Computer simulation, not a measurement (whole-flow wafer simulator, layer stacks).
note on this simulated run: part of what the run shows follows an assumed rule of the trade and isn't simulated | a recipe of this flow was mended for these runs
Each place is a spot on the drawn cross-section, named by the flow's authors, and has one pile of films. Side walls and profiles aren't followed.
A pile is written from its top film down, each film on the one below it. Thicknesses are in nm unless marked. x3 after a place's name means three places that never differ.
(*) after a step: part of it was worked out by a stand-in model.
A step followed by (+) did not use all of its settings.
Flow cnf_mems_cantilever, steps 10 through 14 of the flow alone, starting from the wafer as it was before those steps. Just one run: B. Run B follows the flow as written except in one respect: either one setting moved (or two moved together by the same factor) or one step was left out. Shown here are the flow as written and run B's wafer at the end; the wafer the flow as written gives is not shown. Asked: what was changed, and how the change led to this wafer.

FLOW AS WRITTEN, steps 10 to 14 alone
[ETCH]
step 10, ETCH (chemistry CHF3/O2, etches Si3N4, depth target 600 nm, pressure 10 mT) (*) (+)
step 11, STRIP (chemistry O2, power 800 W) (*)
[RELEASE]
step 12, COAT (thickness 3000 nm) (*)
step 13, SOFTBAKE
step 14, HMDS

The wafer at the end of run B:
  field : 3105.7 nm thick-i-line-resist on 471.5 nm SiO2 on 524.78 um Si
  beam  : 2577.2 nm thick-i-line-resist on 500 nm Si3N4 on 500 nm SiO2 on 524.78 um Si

The reason: step 10, ETCH: depth target 557 nm was run, while the flow as written has depth target 600 nm.

How this came from the change, step by step:
  step 10, ETCH (chemistry CHF3/O2, etches Si3N4, depth target 600 nm, pressure 10 mT) (*) (+)
      field: -500 Si3N4 (all of it), -28.5 SiO2 (it would be, as written: -500 Si3N4 (all of it), -50 SiO2)
      beam: -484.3 KrF-resist (it would be, as written: -521.7 KrF-resist)
  step 11, STRIP (chemistry O2, power 800 W) (*)
      beam: -498.3 KrF-resist (all of it) (it would be, as written: -460.9 KrF-resist (all of it))
  step 13, SOFTBAKE
      field: +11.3 thick-i-line-resist (it would be, as written: +11.9 thick-i-line-resist)
      beam: -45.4 thick-i-line-resist (it would be, as written: -47.6 thick-i-line-resist)
